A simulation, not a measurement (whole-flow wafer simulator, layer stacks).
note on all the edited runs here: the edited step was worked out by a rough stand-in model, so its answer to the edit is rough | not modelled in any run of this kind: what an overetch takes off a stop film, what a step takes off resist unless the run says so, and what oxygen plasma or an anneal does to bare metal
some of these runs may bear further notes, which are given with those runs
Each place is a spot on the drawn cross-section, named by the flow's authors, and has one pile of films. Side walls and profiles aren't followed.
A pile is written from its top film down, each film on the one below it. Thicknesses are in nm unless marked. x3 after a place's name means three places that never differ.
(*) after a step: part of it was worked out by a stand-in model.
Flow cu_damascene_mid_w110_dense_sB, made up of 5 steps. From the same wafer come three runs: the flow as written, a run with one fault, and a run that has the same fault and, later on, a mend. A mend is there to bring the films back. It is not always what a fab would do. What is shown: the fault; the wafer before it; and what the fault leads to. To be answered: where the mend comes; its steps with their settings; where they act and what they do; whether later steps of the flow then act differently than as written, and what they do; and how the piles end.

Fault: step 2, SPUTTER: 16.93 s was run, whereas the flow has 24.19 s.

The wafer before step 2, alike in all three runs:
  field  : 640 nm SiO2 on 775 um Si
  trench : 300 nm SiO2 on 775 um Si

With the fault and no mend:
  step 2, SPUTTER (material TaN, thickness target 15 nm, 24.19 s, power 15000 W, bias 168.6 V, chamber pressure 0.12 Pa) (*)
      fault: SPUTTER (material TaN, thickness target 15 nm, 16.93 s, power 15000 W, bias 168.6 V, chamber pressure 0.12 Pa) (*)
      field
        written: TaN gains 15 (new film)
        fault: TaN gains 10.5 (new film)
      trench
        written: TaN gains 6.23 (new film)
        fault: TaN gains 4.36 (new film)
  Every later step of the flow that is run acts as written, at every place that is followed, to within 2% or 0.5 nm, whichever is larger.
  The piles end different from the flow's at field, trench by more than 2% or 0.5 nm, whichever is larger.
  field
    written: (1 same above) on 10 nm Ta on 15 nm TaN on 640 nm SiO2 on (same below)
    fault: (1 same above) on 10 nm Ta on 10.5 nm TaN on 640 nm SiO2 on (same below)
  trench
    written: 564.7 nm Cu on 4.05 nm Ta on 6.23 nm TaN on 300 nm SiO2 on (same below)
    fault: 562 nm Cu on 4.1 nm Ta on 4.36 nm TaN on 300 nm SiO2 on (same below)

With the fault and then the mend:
  After step 2 comes the mend.
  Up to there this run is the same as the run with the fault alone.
  step 2a, SPUTTER (material TaN, thickness target 15 nm, 7.26 s, power 15000 W, bias 168.6 V, chamber pressure 0.12 Pa) (*) (the flow's step 2 again, with other settings)
      field
        TaN gains 4.5
      trench
        TaN gains 1.8
  Every later step of the flow that is run acts as written, at every place that is followed, to within 2% or 0.5 nm, whichever is larger.
  At the end the piles are close to the flow's at the places that both follow, differing by at most 2% or 0.5 nm, whichever is larger.
